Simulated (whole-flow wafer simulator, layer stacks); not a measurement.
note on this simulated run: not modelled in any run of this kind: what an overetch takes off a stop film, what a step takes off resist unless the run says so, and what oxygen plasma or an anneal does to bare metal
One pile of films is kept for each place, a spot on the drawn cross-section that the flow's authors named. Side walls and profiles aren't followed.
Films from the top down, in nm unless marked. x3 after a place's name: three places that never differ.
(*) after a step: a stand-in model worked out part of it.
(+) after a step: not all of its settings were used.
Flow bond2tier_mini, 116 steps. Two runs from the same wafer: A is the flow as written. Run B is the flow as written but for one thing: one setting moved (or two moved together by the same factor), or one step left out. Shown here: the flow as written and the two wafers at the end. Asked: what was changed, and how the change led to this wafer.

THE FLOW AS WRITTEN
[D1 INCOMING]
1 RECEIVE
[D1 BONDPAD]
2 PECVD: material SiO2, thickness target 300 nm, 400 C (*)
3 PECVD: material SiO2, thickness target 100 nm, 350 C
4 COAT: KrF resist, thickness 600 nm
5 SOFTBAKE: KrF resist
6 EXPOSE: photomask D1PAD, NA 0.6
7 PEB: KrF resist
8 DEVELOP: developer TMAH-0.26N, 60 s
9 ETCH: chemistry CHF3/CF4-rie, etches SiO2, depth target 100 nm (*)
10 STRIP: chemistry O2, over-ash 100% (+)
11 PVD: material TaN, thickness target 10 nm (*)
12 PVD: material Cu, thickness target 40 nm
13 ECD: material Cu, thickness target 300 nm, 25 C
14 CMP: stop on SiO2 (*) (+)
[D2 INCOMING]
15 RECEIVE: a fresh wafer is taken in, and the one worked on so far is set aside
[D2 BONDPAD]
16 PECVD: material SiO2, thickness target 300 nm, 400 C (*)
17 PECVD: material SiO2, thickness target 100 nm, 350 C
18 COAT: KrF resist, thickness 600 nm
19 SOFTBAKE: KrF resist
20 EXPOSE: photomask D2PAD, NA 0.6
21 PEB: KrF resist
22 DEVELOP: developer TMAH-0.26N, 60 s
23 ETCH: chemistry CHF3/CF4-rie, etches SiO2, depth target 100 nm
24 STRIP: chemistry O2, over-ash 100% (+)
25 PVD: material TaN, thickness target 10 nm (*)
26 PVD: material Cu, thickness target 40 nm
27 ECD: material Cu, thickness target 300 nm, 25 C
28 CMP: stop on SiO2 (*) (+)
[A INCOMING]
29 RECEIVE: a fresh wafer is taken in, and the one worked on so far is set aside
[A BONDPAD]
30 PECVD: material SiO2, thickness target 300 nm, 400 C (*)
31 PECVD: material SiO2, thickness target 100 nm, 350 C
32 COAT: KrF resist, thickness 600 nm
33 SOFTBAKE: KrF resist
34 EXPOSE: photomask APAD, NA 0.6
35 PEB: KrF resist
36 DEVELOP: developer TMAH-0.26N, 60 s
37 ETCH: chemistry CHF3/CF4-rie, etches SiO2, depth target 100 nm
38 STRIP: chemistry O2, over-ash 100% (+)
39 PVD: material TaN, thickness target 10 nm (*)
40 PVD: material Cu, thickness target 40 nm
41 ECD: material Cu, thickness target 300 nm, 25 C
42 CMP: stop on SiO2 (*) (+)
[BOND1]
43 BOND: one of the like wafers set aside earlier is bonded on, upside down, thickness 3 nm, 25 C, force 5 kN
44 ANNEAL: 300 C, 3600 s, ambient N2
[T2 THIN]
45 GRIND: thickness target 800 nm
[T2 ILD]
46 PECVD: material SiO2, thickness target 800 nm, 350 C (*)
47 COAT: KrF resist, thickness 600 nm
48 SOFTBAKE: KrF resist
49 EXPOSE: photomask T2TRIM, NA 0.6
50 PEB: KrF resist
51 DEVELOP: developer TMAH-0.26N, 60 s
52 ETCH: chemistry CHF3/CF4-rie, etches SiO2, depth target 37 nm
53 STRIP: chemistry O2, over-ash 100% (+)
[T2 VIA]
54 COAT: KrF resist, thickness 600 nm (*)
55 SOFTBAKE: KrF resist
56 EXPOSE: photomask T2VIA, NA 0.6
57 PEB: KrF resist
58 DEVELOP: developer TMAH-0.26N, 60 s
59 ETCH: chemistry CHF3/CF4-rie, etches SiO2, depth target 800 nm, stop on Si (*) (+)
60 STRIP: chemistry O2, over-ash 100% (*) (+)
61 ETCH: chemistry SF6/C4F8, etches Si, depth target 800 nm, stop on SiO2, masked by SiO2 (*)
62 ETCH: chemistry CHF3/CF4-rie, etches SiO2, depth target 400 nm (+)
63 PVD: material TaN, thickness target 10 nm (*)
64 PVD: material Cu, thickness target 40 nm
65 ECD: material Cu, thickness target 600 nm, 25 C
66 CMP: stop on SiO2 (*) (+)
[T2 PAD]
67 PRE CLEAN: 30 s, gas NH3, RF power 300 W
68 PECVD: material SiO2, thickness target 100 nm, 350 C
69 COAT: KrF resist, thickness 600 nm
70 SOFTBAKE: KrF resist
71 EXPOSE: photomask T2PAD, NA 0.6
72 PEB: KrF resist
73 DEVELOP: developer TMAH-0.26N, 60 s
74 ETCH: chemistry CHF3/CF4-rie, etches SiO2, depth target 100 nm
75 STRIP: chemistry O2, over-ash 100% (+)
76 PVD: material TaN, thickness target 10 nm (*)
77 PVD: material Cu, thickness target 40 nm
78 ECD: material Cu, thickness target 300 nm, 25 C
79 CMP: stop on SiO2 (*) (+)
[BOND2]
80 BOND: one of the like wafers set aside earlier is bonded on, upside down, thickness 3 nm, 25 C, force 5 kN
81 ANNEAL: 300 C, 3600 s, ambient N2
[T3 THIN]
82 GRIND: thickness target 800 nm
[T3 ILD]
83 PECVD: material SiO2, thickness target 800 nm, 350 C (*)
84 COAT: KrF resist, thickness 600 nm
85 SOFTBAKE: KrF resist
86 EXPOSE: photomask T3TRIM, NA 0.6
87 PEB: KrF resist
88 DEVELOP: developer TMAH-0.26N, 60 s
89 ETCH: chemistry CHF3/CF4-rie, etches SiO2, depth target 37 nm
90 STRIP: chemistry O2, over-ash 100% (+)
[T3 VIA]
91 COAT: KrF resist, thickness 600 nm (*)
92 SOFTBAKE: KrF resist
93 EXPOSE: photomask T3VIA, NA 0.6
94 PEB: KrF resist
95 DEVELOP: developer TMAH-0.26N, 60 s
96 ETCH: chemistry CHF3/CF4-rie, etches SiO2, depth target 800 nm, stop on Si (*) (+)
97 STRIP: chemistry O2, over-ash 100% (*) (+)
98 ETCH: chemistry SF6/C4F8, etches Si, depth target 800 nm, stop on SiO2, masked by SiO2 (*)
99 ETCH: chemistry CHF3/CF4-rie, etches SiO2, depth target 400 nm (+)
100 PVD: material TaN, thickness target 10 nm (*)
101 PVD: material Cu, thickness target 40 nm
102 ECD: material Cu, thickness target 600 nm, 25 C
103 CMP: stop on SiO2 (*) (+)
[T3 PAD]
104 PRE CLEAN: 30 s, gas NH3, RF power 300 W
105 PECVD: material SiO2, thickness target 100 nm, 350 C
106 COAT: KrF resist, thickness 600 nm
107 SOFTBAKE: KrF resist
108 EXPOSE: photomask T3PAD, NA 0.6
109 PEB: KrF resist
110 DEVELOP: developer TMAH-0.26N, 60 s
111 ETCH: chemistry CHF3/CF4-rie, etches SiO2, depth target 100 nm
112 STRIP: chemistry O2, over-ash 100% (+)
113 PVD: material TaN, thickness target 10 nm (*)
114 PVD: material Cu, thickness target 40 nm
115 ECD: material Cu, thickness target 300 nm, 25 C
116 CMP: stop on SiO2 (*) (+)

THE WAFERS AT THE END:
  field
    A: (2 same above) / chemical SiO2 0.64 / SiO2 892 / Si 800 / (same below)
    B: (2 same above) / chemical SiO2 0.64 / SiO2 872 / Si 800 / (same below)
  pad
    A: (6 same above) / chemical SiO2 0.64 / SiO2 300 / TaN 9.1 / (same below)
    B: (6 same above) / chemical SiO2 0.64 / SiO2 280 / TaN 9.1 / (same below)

The cause: step 17, PECVD: thickness target 80 nm was run, where the flow has thickness target 100 nm.

How the change led to this, step by step:
  17 PECVD: material SiO2, thickness target 100 nm, 350 C
      field, pad, via: A SiO2 +100 | B SiO2 +80
  80 BOND: one of the like wafers set aside earlier is bonded on, upside down, thickness 3 nm, 25 C, force 5 kN
      field: A Si +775 um (new film), chemical SiO2 +0.64 (new film), SiO2 +400 | B Si +775 um (new film), chemical SiO2 +0.64 (new film), SiO2 +380
      pad: A Si +775 um (new film), chemical SiO2 +0.64 (new film), SiO2 +300 (new film), TaN +9.1 (new film), Cu +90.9 | B Si +775 um (new film), chemical SiO2 +0.64 (new film), SiO2 +280 (new film), TaN +9.1 (new film), Cu +90.9
